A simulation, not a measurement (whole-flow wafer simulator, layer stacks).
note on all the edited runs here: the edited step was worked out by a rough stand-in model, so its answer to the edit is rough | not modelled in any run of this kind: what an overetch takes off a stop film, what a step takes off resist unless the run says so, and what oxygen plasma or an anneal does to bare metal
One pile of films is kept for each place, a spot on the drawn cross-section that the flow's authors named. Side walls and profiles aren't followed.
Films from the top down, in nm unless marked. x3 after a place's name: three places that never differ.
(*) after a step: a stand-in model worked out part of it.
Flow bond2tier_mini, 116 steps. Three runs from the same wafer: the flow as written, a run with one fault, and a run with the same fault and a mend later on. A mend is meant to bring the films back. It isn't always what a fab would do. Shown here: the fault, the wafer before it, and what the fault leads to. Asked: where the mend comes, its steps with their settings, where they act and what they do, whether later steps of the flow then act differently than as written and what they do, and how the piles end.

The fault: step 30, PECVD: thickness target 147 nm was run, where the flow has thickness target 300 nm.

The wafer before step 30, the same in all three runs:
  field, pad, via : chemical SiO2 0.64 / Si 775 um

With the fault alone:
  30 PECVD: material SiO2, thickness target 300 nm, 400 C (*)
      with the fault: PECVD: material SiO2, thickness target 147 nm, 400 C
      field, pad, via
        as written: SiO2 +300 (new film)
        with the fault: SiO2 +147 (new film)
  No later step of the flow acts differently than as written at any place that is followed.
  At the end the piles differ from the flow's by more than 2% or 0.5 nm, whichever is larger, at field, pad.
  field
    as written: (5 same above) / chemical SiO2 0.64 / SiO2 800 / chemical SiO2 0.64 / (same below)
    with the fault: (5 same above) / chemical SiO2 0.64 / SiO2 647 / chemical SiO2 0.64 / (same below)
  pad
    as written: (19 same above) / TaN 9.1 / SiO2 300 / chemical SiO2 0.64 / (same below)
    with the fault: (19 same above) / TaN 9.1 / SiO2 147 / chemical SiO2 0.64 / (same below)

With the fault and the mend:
  The mend comes after step 30.
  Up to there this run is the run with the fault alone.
  30a PECVD: material SiO2, thickness target 153 nm, 400 C (the flow's step 30 once more, with other settings)
      field, pad, via
        SiO2 +153
  No later step of the flow acts differently than as written at any place that is followed.
  At the end the piles are the same as the flow's at every place that both follow.
